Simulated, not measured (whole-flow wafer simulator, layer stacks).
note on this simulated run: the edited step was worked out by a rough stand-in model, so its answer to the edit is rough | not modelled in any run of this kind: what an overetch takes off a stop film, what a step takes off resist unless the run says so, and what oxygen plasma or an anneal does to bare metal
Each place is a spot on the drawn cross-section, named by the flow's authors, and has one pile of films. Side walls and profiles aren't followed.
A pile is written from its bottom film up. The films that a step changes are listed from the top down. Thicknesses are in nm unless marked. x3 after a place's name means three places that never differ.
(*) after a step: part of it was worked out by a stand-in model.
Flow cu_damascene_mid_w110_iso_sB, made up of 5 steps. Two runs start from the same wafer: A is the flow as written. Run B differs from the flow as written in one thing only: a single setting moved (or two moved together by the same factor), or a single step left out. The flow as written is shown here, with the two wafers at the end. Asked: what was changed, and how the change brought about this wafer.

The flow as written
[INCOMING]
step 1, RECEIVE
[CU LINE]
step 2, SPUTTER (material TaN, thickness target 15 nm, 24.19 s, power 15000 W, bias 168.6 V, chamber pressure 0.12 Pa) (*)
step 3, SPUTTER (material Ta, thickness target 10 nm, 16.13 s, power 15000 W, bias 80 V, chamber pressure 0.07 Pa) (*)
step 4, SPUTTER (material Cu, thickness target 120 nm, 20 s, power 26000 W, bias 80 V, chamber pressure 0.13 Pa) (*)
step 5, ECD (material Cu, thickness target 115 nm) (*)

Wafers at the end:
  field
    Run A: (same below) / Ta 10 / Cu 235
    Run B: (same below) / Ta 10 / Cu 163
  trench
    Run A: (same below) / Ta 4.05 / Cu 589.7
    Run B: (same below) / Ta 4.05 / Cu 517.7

The reason: step 4, SPUTTER: 8 s was run, while the flow as written has 20 s.

How this came from the change, step by step:
  step 4, SPUTTER (material Cu, thickness target 120 nm, 20 s, power 26000 W, bias 80 V, chamber pressure 0.13 Pa) (*)
      field: A Cu gains 120 (new film) | B Cu gains 48 (new film)
      trench: A Cu gains 49.9 (new film) | B Cu gains 20 (new film)
  step 5, ECD (material Cu, thickness target 115 nm) (*)
      trench: A Cu gains 539.8 | B Cu gains 497.8
